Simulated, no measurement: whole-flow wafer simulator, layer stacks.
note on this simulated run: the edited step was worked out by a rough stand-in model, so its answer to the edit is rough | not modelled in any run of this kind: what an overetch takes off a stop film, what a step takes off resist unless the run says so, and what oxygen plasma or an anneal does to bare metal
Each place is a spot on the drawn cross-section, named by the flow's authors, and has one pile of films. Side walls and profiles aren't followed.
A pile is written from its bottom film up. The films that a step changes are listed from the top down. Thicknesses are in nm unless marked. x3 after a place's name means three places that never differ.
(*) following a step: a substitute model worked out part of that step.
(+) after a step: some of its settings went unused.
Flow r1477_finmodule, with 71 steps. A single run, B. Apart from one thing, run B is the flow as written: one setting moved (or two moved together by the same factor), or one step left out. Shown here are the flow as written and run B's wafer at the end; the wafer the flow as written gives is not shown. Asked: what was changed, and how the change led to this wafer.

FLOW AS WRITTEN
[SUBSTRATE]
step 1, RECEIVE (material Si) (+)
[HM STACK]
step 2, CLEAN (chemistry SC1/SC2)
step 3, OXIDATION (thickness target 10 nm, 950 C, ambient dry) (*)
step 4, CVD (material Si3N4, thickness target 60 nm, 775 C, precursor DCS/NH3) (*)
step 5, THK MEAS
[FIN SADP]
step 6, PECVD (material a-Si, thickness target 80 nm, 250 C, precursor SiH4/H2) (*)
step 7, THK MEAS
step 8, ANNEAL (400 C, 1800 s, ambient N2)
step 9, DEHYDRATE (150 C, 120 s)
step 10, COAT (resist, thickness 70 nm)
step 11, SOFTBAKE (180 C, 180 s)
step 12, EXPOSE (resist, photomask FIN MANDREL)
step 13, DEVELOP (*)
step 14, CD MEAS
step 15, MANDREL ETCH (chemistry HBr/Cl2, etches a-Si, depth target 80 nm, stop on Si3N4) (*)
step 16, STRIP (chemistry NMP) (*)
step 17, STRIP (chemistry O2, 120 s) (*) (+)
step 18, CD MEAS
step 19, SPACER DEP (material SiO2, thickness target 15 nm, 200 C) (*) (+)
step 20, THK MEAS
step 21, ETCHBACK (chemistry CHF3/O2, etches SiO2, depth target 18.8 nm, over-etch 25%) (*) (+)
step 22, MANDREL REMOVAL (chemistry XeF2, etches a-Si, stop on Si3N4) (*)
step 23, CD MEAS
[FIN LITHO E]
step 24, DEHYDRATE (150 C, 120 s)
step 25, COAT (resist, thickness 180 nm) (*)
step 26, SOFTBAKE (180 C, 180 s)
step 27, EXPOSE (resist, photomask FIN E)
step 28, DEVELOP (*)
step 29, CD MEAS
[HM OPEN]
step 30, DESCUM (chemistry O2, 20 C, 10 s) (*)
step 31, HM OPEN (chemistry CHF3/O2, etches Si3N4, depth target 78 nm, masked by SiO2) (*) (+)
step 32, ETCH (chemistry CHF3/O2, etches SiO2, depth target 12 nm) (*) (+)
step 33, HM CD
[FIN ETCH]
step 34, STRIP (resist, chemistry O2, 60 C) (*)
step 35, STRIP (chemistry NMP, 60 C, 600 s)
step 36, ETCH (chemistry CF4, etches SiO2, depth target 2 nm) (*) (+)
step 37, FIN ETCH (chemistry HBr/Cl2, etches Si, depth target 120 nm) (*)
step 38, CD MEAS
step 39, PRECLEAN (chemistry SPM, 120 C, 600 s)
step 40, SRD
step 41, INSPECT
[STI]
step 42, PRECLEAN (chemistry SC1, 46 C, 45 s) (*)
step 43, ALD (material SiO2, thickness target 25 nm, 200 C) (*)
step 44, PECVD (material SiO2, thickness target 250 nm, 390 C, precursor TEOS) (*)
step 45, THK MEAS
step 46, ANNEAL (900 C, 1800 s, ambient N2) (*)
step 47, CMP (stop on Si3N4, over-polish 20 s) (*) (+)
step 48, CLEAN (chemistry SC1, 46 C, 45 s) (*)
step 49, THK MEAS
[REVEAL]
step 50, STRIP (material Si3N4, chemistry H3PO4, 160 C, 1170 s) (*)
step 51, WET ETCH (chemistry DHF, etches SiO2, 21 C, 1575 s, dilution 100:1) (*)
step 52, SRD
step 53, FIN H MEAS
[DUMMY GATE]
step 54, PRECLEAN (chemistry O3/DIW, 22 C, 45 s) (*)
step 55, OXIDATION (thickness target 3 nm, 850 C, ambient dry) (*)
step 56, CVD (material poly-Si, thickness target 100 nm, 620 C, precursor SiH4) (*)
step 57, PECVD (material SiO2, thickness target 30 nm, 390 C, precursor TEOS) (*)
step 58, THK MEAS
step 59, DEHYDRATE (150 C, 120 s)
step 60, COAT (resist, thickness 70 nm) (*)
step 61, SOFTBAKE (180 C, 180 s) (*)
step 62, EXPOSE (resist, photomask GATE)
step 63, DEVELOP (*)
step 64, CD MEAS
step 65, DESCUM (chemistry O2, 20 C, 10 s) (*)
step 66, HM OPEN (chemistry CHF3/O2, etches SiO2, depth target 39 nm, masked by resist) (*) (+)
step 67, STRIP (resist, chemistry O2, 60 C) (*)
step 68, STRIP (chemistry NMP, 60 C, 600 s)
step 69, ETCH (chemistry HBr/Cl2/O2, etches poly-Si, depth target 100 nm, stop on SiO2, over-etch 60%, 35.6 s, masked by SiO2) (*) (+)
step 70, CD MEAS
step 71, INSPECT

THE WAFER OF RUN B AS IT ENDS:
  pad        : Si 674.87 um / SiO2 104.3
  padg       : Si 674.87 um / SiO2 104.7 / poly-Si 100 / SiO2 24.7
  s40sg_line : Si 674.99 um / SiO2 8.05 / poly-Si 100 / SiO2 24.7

The reason: step 55, OXIDATION: 935 C was run, while the flow as written has 850 C.

The path from the change to this, step by step:
  step 55, OXIDATION (thickness target 3 nm, 850 C, ambient dry) (*)
      pad, padg, e40sg and 11 more: +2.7 SiO2, -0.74 chemical SiO2 (all of it), -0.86 Si (as written it would have been: +1.21 SiO2, -0.74 chemical SiO2 (all of it), -0.21 Si)
      s40cg, s45cg, s50cg, s40co, s45co, s50co: +2.65 SiO2, -0.74 chemical SiO2 (all of it), -0.84 Si (as written it would have been: +1.2 SiO2, -0.74 chemical SiO2 (all of it), -0.2 Si)
      (also at 8 further places)
  step 60, COAT (resist, thickness 70 nm) (*)
      s40sg, s40so: +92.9 resist (new film) (as written it would have been: +91 resist (new film))
  step 63, DEVELOP (*)
      s40so: -92.9 resist (all of it) (as written it would have been: -91 resist (all of it))
  step 67, STRIP (resist, chemistry O2, 60 C) (*)
      s40sg: -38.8 resist (all of it) (as written it would have been: -36.9 resist (all of it))
      s45sg: -38.7 resist (all of it) (as written it would have been: -36.9 resist (all of it))
      (also at 1 further place)
